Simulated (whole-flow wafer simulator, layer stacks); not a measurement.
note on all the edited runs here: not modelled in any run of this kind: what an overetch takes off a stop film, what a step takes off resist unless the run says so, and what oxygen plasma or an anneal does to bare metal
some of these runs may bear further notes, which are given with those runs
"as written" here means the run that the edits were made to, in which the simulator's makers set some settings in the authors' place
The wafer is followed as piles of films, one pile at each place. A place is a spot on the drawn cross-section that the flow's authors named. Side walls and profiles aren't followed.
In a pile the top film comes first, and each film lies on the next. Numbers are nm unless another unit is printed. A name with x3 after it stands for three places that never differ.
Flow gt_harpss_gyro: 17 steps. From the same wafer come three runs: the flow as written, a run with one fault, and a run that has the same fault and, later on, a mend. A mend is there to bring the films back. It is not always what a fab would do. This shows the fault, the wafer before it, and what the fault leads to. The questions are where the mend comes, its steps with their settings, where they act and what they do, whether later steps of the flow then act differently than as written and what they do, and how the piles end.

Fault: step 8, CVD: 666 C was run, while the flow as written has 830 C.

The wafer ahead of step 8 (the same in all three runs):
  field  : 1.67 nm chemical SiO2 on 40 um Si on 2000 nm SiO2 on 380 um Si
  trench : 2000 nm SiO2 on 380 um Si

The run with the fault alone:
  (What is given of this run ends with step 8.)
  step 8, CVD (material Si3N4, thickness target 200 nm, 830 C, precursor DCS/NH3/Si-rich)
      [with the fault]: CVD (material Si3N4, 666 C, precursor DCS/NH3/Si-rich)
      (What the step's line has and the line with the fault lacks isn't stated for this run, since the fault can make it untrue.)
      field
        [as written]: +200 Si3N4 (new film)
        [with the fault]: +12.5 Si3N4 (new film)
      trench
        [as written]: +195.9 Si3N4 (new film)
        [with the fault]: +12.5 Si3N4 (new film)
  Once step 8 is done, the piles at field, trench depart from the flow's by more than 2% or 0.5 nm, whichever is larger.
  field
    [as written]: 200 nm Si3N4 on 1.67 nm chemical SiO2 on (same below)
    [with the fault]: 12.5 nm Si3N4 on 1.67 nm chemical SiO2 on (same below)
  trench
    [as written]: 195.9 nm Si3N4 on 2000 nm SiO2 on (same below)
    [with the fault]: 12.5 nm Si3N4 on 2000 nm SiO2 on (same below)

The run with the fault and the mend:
  The mend follows step 8.
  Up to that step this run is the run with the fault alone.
  step 8a, CVD (material Si3N4, thickness target 187.4 nm, 830 C, precursor DCS/NH3/Si-rich) (the flow's step 8, run once more with other settings)
      field
        +187.4 Si3N4
      trench
        +183.5 Si3N4
  None of the later steps of the flow acts differently than as written at any place that is followed.
  At the end the piles are close to the flow's at the places that both follow, differing by at most 2% or 0.5 nm, whichever is larger.
